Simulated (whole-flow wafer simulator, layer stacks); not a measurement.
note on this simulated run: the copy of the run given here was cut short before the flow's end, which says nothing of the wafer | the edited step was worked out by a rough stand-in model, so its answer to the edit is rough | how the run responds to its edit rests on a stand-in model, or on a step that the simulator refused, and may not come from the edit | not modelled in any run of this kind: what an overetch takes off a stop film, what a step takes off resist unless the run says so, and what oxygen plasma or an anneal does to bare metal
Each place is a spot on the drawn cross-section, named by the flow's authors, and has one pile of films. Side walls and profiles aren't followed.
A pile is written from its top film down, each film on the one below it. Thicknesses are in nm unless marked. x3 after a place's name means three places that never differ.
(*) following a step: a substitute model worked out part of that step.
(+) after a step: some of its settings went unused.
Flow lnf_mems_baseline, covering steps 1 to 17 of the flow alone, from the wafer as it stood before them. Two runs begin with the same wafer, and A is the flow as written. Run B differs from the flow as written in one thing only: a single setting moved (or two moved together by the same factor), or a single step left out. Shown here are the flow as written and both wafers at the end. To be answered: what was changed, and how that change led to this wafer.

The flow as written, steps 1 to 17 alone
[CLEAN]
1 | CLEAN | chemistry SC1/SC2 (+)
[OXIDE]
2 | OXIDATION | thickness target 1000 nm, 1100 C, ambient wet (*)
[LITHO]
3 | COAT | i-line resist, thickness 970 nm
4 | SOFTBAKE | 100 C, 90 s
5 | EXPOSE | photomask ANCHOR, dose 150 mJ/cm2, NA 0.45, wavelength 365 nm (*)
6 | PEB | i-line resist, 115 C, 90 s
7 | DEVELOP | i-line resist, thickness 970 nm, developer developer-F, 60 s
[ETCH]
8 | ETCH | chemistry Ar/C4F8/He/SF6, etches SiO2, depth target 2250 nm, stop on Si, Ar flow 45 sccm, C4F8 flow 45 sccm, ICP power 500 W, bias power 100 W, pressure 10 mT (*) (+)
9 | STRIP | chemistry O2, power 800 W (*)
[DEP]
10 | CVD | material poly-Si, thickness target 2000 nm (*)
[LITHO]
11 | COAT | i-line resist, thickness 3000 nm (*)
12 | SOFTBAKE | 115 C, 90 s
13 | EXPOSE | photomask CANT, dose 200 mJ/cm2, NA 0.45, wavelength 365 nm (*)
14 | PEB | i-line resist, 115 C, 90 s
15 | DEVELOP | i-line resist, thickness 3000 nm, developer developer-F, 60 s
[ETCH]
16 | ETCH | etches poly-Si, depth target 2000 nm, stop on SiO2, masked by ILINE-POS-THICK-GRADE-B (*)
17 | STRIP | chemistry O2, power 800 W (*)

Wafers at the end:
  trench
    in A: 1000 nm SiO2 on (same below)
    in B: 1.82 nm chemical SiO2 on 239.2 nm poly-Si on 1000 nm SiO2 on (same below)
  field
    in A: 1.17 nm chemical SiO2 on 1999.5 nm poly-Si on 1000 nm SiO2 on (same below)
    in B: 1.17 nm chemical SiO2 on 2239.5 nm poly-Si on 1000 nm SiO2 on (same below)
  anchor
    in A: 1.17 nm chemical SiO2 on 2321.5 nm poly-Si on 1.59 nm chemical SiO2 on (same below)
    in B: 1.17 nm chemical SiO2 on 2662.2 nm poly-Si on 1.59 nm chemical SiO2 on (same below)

The reason: step 10, CVD: thickness target 2240 nm was run, though the flow has thickness target 2000 nm.

How this came from the change, step by step:
  10 | CVD | material poly-Si, thickness target 2000 nm (*)
      field, beam, trench, char_slit: A poly-Si gains 2000 (new film) | B poly-Si gains 2240 (new film)
      anchor: A poly-Si gains 2322 (new film) | B poly-Si gains 2662.7 (new film)
  11 | COAT | i-line resist, thickness 3000 nm (*)
      anchor: A i-line resist gains 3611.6 (new film) | B i-line resist gains 3515.5 (new film)
  12 | SOFTBAKE | 115 C, 90 s
      anchor: A i-line resist gains 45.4 | B i-line resist gains 42.1
      beam: A i-line resist loses 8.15 | B i-line resist loses 7.64
      (as well as at 1 more place)
  14 | PEB | i-line resist, 115 C, 90 s
      anchor: A i-line resist loses 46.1 | B i-line resist loses 44.3
  16 | ETCH | etches poly-Si, depth target 2000 nm, stop on SiO2, masked by ILINE-POS-THICK-GRADE-B (*)
      trench, char_slit: A poly-Si loses 2000 (all of it) | B poly-Si loses 2000
  17 | STRIP | chemistry O2, power 800 W (*)
      trench, char_slit: A nothing | B chemical SiO2 gains 1.82 (new film), poly-Si loses 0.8
      anchor: A chemical SiO2 gains 1.17 (new film), i-line resist loses 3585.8 (all of it), poly-Si loses 0.52 | B chemical SiO2 gains 1.17 (new film), i-line resist loses 3488.1 (all of it), poly-Si loses 0.51
